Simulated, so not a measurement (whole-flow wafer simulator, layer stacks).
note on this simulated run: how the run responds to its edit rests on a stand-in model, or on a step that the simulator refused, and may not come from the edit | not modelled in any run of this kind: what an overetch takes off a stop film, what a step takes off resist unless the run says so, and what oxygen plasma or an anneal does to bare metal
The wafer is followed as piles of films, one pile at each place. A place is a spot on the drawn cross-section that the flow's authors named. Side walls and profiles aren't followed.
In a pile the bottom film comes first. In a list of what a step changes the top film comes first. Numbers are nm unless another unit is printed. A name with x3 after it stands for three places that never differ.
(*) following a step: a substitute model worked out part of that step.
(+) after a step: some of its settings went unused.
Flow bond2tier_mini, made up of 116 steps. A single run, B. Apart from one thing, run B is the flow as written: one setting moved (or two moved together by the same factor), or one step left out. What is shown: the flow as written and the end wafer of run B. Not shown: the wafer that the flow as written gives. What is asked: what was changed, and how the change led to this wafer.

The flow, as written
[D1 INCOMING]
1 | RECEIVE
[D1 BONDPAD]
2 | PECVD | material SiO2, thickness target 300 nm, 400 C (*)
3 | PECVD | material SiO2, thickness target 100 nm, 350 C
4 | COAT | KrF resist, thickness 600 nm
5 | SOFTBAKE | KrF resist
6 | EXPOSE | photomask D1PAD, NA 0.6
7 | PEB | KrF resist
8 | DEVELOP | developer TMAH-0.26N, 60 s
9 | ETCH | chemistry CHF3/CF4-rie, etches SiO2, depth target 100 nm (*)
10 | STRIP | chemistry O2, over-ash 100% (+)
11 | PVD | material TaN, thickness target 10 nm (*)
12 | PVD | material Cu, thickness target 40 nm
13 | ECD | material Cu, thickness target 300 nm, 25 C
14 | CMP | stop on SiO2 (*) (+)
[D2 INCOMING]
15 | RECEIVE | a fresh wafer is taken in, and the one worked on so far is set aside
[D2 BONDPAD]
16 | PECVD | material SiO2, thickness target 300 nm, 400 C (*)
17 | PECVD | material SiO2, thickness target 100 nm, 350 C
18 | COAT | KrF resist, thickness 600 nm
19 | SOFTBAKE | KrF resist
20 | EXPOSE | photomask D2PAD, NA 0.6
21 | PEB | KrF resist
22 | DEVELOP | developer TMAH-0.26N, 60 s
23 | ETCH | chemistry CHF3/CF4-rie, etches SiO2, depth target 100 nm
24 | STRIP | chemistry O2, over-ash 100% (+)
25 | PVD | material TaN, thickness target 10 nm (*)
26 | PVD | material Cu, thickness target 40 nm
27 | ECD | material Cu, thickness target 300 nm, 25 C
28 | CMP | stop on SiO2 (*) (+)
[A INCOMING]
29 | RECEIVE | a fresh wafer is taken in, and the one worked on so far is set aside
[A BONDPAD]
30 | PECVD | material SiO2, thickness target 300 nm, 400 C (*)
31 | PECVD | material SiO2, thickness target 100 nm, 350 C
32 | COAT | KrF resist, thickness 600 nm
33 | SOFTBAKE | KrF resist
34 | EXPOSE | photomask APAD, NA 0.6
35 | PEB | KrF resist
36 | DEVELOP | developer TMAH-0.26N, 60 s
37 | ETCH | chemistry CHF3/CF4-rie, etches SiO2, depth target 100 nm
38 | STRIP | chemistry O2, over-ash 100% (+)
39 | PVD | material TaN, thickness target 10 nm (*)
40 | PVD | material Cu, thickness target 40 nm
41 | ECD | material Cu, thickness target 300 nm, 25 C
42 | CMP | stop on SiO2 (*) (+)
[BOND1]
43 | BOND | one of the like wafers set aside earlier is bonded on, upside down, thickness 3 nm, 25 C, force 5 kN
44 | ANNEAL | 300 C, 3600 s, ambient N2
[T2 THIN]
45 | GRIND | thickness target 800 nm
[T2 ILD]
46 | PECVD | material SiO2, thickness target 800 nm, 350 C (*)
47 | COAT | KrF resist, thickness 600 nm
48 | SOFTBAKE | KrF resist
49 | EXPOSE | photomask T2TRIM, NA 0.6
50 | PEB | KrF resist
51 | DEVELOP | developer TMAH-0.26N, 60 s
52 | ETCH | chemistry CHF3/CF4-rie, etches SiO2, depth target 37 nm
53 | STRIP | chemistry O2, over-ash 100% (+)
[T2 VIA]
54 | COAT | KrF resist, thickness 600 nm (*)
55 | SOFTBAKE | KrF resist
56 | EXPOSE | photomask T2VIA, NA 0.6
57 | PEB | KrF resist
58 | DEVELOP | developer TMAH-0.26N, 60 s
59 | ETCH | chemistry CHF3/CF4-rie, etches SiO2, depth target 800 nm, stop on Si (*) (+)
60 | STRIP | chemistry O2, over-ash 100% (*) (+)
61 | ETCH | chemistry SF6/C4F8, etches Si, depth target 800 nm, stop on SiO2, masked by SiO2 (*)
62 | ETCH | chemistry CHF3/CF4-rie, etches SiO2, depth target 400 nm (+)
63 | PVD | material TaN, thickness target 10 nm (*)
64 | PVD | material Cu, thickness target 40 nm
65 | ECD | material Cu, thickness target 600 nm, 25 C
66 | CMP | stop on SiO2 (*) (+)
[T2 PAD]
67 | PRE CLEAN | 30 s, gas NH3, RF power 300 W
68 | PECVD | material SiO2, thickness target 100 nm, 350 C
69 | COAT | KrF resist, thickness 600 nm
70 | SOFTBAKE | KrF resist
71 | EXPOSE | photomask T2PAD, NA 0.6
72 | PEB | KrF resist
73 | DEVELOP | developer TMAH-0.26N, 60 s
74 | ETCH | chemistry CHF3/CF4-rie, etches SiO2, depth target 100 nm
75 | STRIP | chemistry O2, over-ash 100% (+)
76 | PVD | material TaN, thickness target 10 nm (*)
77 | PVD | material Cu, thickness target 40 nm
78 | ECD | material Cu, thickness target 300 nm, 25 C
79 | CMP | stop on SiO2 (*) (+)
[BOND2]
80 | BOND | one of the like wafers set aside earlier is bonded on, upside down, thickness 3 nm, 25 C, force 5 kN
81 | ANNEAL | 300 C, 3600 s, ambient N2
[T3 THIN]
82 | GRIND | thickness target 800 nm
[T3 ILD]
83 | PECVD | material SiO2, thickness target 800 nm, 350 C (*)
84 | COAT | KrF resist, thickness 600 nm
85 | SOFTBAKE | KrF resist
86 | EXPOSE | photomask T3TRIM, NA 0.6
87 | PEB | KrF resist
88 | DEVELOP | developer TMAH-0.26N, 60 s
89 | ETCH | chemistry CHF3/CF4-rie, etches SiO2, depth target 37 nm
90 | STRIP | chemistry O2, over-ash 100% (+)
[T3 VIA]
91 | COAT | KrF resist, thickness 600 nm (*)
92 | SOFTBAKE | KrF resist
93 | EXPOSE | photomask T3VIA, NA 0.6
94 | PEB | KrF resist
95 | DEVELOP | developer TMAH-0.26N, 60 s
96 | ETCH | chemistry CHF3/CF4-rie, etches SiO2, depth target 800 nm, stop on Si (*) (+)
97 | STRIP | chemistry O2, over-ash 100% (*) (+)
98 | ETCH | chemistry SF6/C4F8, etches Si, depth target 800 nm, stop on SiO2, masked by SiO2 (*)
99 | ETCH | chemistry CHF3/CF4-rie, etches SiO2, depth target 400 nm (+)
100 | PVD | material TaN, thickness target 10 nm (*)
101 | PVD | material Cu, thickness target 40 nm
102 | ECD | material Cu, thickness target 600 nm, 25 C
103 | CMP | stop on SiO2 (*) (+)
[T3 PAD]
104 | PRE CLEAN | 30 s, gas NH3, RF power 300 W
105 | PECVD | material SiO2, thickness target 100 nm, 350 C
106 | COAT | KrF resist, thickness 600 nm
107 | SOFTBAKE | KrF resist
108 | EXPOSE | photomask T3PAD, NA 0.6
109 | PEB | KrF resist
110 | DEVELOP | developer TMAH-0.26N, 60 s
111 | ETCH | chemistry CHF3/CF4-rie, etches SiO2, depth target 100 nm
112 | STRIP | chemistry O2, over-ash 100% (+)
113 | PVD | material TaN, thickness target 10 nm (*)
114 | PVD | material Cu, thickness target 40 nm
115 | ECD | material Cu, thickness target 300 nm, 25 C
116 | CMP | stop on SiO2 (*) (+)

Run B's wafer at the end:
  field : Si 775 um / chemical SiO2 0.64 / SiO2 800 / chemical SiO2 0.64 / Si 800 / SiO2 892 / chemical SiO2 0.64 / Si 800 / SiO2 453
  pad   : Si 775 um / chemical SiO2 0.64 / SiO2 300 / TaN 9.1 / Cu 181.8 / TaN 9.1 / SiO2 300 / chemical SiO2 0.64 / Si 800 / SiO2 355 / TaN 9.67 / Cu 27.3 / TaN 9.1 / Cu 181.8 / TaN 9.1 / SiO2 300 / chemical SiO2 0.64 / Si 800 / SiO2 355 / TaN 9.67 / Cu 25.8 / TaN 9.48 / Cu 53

Cause: step 105, PECVD: thickness target 61 nm was run, whereas the flow has thickness target 100 nm.

The path from the change to this, step by step:
  105 | PECVD | material SiO2, thickness target 100 nm, 350 C
      field: SiO2 gains 61 (as written it would have been: SiO2 gains 100)
      pad: SiO2 gains 61 (new film) (as written it would have been: SiO2 gains 100 (new film))
  111 | ETCH | chemistry CHF3/CF4-rie, etches SiO2, depth target 100 nm
      pad: SiO2 loses 61 (all of it), Cu loses 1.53 (as written it would have been: SiO2 loses 100 (all of it))
      field: KrF resist loses 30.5 (as written it would have been: KrF resist loses 33.3)
  114 | PVD | material Cu, thickness target 40 nm
      pad: Cu gains 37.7 (new film) (as written it would have been: Cu gains 36.4 (new film))
  115 | ECD | material Cu, thickness target 300 nm, 25 C
      pad: Cu gains 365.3 (as written it would have been: Cu gains 404.5)
